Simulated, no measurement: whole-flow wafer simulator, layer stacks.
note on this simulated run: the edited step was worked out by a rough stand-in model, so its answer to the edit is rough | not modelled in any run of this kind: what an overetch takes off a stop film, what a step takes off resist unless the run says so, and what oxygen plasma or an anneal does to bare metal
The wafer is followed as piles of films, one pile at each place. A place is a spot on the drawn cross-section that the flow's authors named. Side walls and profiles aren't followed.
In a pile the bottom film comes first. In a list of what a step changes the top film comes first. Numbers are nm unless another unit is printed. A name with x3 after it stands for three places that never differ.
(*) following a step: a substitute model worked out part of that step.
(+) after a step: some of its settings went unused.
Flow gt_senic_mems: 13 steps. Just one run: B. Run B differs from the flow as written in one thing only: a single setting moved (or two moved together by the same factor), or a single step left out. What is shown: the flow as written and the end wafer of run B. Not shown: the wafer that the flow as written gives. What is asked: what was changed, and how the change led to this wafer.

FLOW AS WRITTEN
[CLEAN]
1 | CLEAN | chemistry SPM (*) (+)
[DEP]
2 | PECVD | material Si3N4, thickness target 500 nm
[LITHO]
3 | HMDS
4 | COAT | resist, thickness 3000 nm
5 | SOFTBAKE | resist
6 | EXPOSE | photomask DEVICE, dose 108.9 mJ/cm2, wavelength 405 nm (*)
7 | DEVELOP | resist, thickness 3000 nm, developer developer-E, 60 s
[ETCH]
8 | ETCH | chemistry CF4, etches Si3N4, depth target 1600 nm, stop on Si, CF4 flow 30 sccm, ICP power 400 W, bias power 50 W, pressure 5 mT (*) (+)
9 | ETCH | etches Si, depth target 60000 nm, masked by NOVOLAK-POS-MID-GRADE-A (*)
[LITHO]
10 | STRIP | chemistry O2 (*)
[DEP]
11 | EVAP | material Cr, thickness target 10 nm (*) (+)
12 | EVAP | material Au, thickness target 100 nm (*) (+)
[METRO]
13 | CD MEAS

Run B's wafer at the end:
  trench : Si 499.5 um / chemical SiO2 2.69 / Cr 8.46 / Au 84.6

Cause: step 9, ETCH: depth target 25500 nm was run, though the flow has depth target 60000 nm.

How this came from the change, step by step:
  9 | ETCH | etches Si, depth target 60000 nm, masked by NOVOLAK-POS-MID-GRADE-A (*)
      field: resist loses 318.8 (it would be, as written: resist loses 750)
      trench: Si loses 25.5 um (it would be, as written: Si loses 60 um)
  10 | STRIP | chemistry O2 (*)
      field: resist loses 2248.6 (all of it) (it would be, as written: resist loses 1817.3 (all of it))
  11 | EVAP | material Cr, thickness target 10 nm (*) (+)
      trench: Cr gains 8.46 (new film) (it would be, as written: Cr gains 6.45 (new film))
  12 | EVAP | material Au, thickness target 100 nm (*) (+)
      trench: Au gains 84.6 (new film) (it would be, as written: Au gains 64.1 (new film))
